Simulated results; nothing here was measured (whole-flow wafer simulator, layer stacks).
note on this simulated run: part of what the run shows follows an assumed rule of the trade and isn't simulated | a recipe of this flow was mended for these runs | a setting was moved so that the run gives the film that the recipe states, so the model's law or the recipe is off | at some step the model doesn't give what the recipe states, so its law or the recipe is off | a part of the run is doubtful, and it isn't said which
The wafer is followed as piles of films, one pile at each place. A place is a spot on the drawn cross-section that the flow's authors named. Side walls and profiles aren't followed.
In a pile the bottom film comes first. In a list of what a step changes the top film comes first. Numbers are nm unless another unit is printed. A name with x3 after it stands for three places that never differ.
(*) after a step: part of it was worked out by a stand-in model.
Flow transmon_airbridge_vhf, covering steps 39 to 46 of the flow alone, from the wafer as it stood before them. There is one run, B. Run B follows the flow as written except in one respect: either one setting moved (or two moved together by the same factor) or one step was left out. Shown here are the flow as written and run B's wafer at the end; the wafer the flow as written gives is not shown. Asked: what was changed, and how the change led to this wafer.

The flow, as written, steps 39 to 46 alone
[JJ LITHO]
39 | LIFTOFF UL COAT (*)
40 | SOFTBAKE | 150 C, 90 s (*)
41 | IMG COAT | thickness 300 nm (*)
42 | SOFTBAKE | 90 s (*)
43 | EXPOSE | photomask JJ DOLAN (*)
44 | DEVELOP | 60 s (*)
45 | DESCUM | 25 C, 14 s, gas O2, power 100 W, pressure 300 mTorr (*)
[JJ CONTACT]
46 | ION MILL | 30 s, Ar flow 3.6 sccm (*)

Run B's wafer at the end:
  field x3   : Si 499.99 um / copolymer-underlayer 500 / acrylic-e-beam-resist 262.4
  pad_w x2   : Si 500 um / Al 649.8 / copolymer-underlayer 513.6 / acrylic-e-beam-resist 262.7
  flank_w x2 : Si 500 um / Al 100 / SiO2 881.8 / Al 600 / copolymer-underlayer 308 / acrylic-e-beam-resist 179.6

Cause: step 46, ION MILL: 40.8 s was run, while the flow as written has 30 s.

The path from the change to this, step by step:
  46 | ION MILL | 30 s, Ar flow 3.6 sccm (*)
      field x3, ground_far x3, pad_w x2, flank_w x2, gap_w x2, cpw_trace, margin_s x2, bridge_strip: acrylic-e-beam-resist loses 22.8 (it would be, as written: acrylic-e-beam-resist loses 16.8)
      jj_line: Si loses 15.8 (it would be, as written: Si loses 11.6)
